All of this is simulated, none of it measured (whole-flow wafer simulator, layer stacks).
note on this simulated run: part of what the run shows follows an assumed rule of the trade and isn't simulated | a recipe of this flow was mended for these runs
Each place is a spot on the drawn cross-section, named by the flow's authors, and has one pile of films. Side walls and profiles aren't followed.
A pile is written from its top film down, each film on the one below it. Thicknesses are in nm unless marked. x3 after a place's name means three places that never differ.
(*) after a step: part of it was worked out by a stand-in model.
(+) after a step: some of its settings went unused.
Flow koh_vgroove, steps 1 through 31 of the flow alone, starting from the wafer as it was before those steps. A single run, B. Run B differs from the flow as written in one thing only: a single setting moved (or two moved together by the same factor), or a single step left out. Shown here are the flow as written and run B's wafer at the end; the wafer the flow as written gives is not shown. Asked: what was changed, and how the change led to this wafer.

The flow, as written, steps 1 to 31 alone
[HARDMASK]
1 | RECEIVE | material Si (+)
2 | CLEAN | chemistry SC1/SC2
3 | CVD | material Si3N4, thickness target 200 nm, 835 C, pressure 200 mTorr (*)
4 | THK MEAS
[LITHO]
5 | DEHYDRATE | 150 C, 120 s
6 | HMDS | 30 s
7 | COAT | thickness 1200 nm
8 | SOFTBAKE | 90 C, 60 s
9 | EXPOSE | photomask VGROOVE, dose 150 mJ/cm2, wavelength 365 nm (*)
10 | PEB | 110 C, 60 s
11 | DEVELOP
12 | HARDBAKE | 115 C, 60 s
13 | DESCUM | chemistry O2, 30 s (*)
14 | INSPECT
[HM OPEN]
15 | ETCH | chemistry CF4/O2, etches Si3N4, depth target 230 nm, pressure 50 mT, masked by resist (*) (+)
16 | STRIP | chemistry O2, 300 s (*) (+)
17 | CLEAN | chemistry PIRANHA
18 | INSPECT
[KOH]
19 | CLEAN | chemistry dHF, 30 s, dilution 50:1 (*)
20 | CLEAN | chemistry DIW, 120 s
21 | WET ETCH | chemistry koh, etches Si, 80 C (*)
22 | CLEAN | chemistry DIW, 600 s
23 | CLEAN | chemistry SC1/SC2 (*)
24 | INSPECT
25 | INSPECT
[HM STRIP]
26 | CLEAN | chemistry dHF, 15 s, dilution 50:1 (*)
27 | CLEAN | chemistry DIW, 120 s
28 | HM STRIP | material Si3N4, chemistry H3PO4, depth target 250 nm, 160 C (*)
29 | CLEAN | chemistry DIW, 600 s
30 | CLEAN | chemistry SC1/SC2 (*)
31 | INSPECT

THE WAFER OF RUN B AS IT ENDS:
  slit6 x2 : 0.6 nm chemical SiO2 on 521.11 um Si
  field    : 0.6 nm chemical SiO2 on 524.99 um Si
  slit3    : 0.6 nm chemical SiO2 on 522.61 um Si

Cause: step 3, CVD: thickness target 80 nm was run, though the flow has thickness target 200 nm.

Step by step, how the change led to this:
  3 | CVD | material Si3N4, thickness target 200 nm, 835 C, pressure 200 mTorr (*)
      field, slit3, slit2, slit6 x2: +80 Si3N4 (new film) (as written it would have been: +200 Si3N4 (new film))
  15 | ETCH | chemistry CF4/O2, etches Si3N4, depth target 230 nm, pressure 50 mT, masked by resist (*) (+)
      slit3, slit2, slit6 x2: -80 Si3N4 (all of it), -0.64 chemical SiO2 (all of it), -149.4 Si (as written it would have been: -200 Si3N4 (all of it), -0.64 chemical SiO2 (all of it), -29.4 Si)
  28 | HM STRIP | material Si3N4, chemistry H3PO4, depth target 250 nm, 160 C (*)
      field: -78.7 Si3N4 (all of it), -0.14 chemical SiO2, -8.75 Si (as written it would have been: -198.7 Si3N4 (all of it), -0.14 chemical SiO2, -2.75 Si)
